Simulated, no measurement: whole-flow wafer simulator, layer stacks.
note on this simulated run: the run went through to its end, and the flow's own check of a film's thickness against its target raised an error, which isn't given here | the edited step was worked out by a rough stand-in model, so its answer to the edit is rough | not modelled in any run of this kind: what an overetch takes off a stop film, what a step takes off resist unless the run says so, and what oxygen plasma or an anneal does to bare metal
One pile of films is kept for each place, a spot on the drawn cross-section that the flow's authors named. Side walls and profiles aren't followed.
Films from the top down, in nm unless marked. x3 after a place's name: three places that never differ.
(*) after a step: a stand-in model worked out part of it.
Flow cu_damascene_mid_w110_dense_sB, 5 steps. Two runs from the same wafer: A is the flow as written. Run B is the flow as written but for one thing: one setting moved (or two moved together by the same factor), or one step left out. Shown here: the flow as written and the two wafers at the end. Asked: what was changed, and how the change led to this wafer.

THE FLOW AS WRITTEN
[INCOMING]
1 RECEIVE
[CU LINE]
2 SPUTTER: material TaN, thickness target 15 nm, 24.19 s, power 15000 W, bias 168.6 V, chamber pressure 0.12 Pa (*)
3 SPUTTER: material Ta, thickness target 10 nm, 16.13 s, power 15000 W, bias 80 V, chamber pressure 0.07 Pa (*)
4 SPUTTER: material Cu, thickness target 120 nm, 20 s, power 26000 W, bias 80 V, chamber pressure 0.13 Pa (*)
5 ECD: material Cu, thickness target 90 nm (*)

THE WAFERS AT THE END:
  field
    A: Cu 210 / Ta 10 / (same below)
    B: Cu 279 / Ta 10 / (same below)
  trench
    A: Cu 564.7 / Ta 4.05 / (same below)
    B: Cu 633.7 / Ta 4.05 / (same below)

The cause: step 4, SPUTTER: thickness target 189 nm was run, where the flow has thickness target 120 nm; step 4, SPUTTER: 31.5 s was run, where the flow has 20 s.

How the change led to this, step by step:
  4 SPUTTER: material Cu, thickness target 120 nm, 20 s, power 26000 W, bias 80 V, chamber pressure 0.13 Pa (*)
      field: A Cu +120 (new film) | B Cu +189 (new film)
      trench: A Cu +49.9 (new film) | B Cu +78.6 (new film)
  5 ECD: material Cu, thickness target 90 nm (*)
      trench: A Cu +514.8 | B Cu +555.1
